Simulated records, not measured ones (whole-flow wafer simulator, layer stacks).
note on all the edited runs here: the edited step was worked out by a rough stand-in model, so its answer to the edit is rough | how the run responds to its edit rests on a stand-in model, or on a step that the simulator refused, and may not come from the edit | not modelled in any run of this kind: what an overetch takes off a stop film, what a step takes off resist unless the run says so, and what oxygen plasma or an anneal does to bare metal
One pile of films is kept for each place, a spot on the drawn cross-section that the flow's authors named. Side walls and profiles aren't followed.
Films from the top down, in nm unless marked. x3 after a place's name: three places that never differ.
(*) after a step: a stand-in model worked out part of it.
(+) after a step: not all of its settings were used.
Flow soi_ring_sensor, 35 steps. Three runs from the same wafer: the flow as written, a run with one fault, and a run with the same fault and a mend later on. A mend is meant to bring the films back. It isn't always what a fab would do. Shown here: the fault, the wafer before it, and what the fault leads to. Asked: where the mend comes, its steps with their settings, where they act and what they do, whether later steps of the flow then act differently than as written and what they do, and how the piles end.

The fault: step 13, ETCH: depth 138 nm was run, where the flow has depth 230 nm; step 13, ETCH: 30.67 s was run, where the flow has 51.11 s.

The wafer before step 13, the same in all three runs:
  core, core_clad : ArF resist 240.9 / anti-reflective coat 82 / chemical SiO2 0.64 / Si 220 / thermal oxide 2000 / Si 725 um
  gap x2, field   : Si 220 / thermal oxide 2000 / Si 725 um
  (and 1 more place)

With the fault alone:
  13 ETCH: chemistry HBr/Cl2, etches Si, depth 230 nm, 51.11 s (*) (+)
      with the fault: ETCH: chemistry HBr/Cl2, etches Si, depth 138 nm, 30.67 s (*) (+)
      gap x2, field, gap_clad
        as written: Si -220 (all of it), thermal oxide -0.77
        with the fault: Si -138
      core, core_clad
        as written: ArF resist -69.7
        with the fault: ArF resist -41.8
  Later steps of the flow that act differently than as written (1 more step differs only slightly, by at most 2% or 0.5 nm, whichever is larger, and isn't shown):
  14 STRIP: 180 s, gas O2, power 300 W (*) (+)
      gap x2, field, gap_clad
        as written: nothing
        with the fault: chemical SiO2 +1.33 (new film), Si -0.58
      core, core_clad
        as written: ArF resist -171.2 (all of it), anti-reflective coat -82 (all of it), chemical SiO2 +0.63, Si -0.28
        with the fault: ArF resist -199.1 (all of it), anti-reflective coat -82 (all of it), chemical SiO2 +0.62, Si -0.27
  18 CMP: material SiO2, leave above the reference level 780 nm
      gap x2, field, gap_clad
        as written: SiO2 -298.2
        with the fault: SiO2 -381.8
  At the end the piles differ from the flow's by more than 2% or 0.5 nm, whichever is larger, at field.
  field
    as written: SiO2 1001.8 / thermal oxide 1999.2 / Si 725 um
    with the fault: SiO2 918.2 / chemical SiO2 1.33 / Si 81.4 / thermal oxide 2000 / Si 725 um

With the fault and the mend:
  The mend comes after step 13.
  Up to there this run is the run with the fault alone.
  13a ETCH: chemistry HBr/Cl2, etches Si, depth 92 nm, 20.44 s (*) (+) (the flow's step 13 once more, with other settings)
      gap x2, field, gap_clad
        Si -82 (all of it), thermal oxide -0.77
      core, core_clad
        ArF resist -27.9
  No later step of the flow acts differently than as written at any place that is followed.
  At the end the piles are the same as the flow's at every place that both follow.
